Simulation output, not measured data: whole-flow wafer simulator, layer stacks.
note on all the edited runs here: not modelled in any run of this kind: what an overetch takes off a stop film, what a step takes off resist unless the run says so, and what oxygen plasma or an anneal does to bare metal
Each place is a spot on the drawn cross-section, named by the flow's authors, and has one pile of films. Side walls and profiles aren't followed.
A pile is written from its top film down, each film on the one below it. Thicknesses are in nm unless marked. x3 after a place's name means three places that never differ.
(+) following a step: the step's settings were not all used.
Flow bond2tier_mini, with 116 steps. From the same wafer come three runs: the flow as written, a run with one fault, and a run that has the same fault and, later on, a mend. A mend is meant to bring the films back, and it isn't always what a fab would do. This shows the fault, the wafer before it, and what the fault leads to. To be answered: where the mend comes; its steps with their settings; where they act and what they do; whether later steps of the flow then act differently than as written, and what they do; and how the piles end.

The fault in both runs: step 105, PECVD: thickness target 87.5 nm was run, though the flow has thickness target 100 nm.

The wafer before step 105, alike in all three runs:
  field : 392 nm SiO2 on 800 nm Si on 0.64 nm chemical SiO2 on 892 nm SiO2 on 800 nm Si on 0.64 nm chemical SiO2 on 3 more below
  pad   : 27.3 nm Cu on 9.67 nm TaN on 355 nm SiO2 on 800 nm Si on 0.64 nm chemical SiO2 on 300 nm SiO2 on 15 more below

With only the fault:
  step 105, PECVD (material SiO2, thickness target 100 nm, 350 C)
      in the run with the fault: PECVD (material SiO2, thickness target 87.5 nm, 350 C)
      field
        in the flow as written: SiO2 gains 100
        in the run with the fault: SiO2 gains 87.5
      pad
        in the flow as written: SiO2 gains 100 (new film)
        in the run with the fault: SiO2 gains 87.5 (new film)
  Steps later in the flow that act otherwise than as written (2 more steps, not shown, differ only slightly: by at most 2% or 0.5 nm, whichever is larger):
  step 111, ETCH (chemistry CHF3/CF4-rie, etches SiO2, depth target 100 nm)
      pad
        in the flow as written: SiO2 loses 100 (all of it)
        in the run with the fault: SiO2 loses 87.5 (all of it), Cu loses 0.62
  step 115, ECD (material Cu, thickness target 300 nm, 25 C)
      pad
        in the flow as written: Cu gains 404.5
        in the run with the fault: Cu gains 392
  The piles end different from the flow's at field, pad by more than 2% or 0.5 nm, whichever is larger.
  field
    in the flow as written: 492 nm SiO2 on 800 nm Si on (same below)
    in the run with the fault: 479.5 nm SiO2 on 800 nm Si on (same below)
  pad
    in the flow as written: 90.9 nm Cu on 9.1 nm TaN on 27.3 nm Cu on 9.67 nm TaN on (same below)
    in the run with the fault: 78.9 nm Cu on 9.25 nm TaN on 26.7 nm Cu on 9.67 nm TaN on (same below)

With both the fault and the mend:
  After step 110 comes the mend.
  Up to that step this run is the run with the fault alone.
  step 110a, STRIP (chemistry O2, over-ash 100%) (+)
      field
        KrF resist loses 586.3 (all of it)
  step 110b, PECVD (material SiO2, thickness target 12.5 nm, 350 C) (the flow's step 105, run once more with other settings)
      field, pad
        SiO2 gains 12.5
  step 110c, COAT (KrF resist, thickness 600 nm) (the flow's step 106, run once more)
      field, pad
        KrF resist gains 600 (new film)
  step 110d, SOFTBAKE (KrF resist) (the flow's step 107, run once more)
      alters no film at any place that is followed
  step 110e, EXPOSE (photomask T3PAD, NA 0.6) (the flow's step 108, run once more)
      alters no film at any place that is followed
  step 110f, PEB (KrF resist) (the flow's step 109, run once more)
      alters no film at any place that is followed
  step 110g, DEVELOP (developer TMAH-0.26N, 60 s) (the flow's step 110, run once more)
      field
        KrF resist loses 13.7
      pad
        KrF resist loses 600 (all of it)
  None of the later steps of the flow acts differently than as written at any place that is followed.
  At every place that both follow, the piles at the end match the flow's.
